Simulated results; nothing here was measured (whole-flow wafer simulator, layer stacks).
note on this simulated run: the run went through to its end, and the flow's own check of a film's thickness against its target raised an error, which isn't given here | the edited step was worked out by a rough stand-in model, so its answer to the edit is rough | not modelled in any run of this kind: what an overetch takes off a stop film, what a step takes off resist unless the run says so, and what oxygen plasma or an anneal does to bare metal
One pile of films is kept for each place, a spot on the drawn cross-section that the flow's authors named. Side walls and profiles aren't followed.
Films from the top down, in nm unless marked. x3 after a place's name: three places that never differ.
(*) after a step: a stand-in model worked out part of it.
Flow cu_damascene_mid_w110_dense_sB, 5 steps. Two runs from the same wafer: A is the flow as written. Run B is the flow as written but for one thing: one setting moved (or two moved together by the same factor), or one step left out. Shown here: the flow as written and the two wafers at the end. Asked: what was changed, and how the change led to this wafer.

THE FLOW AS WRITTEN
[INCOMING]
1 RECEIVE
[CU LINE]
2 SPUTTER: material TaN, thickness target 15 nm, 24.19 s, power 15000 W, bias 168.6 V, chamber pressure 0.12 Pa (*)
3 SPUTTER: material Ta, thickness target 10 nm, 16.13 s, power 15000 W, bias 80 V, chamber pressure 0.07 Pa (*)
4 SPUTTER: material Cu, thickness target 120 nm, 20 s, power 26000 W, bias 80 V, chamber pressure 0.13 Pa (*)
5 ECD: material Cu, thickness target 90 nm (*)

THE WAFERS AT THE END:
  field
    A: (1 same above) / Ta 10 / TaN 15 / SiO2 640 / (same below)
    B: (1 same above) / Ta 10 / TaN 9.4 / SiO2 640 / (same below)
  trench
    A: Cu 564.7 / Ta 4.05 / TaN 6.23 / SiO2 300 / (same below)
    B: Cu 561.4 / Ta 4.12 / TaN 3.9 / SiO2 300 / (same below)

The cause: step 2, SPUTTER: thickness target 9.4 nm was run, where the flow has thickness target 15 nm; step 2, SPUTTER: 15.12 s was run, where the flow has 24.19 s.
It can be read off the wafer: field has TaN 9.4, and step 2 as written asks for 15 nm.

How the change led to this, step by step:
  2 SPUTTER: material TaN, thickness target 15 nm, 24.19 s, power 15000 W, bias 168.6 V, chamber pressure 0.12 Pa (*)
      field: A TaN +15 (new film) | B TaN +9.4 (new film)
      trench: A TaN +6.23 (new film) | B TaN +3.9 (new film)
